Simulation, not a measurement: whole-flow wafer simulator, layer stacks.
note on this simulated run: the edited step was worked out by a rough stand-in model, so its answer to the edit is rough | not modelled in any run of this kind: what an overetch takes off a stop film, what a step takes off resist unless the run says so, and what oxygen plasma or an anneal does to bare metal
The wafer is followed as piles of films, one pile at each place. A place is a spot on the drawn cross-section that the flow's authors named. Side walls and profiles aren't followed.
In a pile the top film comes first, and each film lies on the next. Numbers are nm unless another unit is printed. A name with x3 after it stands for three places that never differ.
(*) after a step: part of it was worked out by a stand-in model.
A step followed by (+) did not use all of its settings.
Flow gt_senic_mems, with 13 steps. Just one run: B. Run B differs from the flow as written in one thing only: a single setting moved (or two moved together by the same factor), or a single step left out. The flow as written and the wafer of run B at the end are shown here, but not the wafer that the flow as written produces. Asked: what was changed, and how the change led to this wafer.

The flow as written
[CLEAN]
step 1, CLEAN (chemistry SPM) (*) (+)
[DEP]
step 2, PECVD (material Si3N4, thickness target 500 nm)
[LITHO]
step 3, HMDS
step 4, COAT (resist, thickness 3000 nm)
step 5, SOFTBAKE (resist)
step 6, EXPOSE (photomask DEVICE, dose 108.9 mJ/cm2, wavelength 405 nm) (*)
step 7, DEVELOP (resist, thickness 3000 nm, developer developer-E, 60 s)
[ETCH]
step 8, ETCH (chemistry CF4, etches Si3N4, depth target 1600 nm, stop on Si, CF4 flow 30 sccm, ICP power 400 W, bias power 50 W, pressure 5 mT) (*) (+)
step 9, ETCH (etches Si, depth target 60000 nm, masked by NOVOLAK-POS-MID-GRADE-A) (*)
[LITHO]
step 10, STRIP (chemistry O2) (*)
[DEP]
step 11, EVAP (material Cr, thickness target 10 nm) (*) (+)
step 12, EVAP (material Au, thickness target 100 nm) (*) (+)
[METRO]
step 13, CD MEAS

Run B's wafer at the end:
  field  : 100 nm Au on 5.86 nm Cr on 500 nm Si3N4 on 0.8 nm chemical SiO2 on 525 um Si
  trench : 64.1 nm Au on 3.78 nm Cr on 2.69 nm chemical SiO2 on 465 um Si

What caused this: step 11, EVAP: thickness target 5.86 nm was run, whereas the flow has thickness target 10 nm.
The wafer itself shows it: field has Cr 5.86, and step 11 as written asks for 10 nm.

The path from the change to this, step by step:
  step 11, EVAP (material Cr, thickness target 10 nm) (*) (+)
      field: +5.86 Cr (new film) (as written it would have been: +10 Cr (new film))
      trench: +3.78 Cr (new film) (as written it would have been: +6.45 Cr (new film))
